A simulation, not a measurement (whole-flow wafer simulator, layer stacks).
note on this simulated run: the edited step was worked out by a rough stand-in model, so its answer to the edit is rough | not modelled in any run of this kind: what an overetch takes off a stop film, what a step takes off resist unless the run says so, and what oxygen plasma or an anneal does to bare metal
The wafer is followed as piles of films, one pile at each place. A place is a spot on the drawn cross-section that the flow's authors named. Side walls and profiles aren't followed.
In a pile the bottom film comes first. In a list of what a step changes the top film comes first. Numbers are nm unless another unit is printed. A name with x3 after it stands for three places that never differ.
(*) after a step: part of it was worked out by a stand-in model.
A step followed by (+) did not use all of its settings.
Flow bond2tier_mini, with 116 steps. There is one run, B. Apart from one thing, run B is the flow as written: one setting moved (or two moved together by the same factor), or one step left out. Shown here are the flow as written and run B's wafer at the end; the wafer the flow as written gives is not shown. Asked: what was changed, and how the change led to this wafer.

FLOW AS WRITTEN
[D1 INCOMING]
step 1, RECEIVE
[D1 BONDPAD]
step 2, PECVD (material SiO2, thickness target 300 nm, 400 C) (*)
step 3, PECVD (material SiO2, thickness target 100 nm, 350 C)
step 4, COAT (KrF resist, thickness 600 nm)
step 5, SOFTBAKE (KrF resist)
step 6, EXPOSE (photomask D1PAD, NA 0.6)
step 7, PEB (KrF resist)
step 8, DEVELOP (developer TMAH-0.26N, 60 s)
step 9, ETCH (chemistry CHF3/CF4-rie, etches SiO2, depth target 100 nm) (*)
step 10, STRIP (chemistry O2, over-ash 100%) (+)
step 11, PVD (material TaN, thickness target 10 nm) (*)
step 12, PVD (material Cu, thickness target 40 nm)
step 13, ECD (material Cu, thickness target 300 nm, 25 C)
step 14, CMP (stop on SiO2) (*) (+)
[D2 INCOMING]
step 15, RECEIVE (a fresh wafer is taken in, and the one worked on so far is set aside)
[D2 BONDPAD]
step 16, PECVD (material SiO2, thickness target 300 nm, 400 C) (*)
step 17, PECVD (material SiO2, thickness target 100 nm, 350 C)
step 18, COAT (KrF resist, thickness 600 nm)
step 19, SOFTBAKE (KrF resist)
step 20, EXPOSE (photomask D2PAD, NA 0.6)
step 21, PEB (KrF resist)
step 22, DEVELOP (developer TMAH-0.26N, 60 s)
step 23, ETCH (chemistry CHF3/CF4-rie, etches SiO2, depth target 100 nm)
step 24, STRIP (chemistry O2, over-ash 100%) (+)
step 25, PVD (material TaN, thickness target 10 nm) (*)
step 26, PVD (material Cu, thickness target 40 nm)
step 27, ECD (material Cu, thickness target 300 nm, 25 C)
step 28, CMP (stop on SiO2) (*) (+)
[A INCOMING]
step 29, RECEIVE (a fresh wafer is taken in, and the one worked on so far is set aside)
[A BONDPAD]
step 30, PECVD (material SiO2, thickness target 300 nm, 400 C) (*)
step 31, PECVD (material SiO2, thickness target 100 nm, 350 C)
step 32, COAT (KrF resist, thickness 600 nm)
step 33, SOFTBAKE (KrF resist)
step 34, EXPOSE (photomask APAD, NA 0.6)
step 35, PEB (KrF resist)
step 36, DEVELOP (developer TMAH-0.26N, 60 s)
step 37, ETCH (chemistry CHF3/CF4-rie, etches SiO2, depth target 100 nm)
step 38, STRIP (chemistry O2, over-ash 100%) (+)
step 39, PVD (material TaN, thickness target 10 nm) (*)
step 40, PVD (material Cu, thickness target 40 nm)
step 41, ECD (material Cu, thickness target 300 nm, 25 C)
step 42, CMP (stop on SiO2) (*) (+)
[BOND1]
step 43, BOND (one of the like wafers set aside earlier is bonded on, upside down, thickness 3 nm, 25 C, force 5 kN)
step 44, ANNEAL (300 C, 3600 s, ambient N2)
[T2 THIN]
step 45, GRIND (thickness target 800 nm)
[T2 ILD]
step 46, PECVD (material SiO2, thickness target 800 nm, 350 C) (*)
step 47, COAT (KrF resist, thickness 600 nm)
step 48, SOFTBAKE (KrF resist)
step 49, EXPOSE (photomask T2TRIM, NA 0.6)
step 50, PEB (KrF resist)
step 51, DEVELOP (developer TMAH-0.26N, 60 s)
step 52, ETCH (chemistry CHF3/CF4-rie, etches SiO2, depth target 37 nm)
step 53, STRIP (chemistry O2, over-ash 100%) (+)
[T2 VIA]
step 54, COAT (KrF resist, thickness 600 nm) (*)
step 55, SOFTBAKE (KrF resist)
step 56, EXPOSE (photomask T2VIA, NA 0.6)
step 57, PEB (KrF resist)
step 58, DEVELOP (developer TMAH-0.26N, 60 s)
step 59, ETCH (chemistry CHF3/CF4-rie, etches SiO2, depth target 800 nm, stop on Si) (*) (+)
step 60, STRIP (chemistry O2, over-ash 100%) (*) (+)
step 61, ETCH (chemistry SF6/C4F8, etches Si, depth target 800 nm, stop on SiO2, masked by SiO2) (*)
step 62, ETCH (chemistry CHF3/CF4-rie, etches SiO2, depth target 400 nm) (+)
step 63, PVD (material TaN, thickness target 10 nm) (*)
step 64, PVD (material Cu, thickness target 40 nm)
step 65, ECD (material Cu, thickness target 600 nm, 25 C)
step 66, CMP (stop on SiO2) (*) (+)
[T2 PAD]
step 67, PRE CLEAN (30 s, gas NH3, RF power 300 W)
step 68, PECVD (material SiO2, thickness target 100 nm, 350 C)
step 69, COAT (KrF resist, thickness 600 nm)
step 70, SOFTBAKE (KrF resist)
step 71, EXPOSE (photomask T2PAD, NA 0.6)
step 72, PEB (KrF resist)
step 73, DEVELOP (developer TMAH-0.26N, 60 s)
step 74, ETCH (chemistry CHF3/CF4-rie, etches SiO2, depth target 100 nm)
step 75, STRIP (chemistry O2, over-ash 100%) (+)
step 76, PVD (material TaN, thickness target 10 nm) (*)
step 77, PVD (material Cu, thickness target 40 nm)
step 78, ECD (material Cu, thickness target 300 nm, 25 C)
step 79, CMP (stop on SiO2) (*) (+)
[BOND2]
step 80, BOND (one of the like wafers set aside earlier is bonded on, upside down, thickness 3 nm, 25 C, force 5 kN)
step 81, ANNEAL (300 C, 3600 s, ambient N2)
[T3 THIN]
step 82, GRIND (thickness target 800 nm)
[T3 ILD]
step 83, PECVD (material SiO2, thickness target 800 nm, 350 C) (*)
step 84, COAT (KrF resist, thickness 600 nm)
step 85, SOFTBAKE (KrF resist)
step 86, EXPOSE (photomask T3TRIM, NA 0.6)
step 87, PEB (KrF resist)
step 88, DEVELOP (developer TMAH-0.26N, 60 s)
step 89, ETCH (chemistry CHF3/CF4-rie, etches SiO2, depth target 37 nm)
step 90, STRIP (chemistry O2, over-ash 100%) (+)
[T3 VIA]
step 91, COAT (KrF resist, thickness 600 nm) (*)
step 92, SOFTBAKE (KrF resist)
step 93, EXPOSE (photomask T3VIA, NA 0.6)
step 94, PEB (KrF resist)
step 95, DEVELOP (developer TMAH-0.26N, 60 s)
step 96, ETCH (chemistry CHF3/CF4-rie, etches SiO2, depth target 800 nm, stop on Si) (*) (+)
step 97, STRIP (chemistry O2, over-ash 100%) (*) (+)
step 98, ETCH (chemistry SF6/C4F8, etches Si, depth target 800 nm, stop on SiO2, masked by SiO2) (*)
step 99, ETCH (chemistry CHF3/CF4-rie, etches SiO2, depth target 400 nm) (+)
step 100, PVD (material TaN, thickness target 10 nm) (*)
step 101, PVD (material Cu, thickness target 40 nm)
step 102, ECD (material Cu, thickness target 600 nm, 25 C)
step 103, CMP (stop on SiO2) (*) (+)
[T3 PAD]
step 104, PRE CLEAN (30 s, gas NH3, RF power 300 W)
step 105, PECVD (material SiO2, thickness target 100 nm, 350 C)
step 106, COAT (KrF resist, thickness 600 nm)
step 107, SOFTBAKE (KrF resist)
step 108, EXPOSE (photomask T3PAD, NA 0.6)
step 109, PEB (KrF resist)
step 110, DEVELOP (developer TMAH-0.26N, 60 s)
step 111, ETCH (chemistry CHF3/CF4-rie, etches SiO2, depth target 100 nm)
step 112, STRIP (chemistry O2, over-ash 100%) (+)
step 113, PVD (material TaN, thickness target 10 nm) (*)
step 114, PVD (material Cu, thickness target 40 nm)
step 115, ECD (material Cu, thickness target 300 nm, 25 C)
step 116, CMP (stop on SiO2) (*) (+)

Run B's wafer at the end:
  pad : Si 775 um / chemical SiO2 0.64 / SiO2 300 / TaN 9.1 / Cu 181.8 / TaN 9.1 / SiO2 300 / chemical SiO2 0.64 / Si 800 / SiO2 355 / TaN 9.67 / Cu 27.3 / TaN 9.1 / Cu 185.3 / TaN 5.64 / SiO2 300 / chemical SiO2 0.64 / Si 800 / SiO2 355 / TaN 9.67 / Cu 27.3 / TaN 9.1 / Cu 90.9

Cause: step 25, PVD: thickness target 6.2 nm was run, though the flow has thickness target 10 nm.

Step by step, how the change led to this:
  step 25, PVD (material TaN, thickness target 10 nm) (*)
      field: TaN gains 6.2 (new film) (in the flow as written it would be: TaN gains 10 (new film))
      pad: TaN gains 5.64 (new film) (in the flow as written it would be: TaN gains 9.1 (new film))
      (also at 1 further place)
  step 28, CMP (stop on SiO2) (*) (+)
      field: Cu loses 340 (all of it), TaN loses 6.2 (all of it) (in the flow as written it would be: Cu loses 340 (all of it), TaN loses 10 (all of it))
  step 80, BOND (one of the like wafers set aside earlier is bonded on, upside down, thickness 3 nm, 25 C, force 5 kN)
      pad: Si gains 775 um (new film), chemical SiO2 gains 0.64 (new film), SiO2 gains 300 (new film), TaN gains 5.64 (new film), Cu gains 94.4 (in the flow as written it would be: Si gains 775 um (new film), chemical SiO2 gains 0.64 (new film), SiO2 gains 300 (new film), TaN gains 9.1 (new film), Cu gains 90.9)
